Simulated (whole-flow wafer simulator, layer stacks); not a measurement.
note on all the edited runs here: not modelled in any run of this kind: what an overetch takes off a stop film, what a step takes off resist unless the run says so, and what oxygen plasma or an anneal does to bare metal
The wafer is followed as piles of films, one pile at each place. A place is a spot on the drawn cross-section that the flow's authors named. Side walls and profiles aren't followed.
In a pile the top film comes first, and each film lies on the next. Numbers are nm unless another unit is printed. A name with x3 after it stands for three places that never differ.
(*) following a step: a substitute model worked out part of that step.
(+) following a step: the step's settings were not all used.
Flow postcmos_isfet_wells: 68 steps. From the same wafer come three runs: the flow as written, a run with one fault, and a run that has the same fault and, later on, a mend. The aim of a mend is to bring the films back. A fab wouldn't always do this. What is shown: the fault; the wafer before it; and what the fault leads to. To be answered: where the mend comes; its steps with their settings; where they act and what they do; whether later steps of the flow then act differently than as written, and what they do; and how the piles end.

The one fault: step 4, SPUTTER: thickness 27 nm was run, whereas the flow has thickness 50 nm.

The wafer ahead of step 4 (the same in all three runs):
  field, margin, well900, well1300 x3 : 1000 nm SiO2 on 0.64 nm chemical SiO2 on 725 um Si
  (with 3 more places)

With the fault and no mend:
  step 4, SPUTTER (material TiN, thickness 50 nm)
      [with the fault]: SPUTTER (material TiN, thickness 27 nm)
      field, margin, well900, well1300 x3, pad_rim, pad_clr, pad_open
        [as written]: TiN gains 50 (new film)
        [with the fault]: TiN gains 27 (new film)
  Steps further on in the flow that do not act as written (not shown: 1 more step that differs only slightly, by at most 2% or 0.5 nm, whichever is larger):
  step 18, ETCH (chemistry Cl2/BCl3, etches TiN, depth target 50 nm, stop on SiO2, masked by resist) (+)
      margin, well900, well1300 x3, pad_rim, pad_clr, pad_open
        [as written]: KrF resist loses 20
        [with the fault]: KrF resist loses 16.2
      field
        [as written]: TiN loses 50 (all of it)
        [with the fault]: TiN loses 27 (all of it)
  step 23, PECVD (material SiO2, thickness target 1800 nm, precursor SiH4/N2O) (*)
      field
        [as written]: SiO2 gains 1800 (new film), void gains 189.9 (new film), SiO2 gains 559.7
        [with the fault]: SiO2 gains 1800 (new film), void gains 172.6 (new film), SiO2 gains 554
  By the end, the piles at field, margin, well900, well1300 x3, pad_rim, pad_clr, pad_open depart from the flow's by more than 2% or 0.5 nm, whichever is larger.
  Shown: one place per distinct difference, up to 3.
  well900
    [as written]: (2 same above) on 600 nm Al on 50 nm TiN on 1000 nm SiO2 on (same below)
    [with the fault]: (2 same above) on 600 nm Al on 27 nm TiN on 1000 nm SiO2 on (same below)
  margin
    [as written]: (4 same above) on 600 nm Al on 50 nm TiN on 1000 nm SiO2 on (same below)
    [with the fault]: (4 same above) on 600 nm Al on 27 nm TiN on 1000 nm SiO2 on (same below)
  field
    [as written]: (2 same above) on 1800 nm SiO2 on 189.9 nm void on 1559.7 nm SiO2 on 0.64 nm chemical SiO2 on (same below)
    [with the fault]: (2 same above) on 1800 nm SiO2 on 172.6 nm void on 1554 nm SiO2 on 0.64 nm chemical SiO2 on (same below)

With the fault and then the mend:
  After step 4 comes the mend.
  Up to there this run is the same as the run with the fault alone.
  step 4a, SPUTTER (material TiN, thickness 23 nm) (a further turn of the flow's step 4, with different settings)
      field, margin, well900, well1300 x3, pad_rim, pad_clr, pad_open
        TiN gains 23
  Later steps of the flow that are run all act as written at every place that is followed.
  The piles end the same as the flow's at every place that both follow.
